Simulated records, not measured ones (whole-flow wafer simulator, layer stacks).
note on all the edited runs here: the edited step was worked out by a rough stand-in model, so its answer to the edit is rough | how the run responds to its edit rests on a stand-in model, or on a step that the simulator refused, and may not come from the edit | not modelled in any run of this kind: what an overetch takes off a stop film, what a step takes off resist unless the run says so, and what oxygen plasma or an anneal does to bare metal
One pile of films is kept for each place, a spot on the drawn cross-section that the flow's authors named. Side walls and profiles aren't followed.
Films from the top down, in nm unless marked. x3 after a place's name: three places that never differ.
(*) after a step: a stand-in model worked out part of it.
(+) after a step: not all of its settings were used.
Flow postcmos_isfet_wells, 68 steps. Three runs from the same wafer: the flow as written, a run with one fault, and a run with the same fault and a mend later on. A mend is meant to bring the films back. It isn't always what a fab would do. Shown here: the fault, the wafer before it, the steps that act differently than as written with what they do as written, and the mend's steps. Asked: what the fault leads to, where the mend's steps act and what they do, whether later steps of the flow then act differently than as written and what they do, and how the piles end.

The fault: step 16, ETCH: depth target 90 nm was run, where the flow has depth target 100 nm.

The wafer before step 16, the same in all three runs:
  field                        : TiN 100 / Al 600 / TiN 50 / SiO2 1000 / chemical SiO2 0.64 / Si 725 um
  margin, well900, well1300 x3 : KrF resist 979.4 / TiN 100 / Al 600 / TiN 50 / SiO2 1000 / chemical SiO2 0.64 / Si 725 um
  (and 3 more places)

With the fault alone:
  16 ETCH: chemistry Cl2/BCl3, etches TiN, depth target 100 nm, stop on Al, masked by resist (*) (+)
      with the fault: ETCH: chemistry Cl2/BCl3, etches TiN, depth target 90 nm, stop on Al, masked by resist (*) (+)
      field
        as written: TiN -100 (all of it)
        with the fault: TiN -90
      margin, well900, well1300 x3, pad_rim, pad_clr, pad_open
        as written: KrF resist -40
        with the fault: KrF resist -36
  Later steps of the flow that act differently than as written (2 more steps differ only slightly, by at most 2% or 0.5 nm, whichever is larger, and aren't shown):
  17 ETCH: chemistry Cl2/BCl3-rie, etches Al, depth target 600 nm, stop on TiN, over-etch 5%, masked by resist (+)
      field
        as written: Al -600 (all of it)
        with the fault: TiN -10 (all of it), Al -584
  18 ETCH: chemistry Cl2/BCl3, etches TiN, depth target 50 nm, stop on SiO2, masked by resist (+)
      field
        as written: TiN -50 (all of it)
        with the fault: Al -16 (all of it), TiN -43.3
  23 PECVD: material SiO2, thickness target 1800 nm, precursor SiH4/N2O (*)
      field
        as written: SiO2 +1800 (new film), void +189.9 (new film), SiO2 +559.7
        with the fault: SiO2 +1800 (new film), void +185.1 (new film), SiO2 +558.2 (new film)
  At the end the piles differ from the flow's by more than 2% or 0.5 nm, whichever is larger, at field.
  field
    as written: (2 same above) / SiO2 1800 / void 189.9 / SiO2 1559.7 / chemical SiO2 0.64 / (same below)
    with the fault: (2 same above) / SiO2 1800 / void 185.1 / SiO2 558.2 / TiN 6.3 / SiO2 1000 / chemical SiO2 0.64 / (same below)

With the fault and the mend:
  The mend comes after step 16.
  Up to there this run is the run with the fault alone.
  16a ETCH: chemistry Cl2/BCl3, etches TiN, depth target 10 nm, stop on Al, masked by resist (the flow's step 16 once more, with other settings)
      margin, well900, well1300 x3, pad_rim, pad_clr, pad_open
        KrF resist -4
      field
        TiN -10 (all of it)
  No later step of the flow acts differently than as written at any place that is followed.
  At the end the piles are the same as the flow's at every place that both follow.
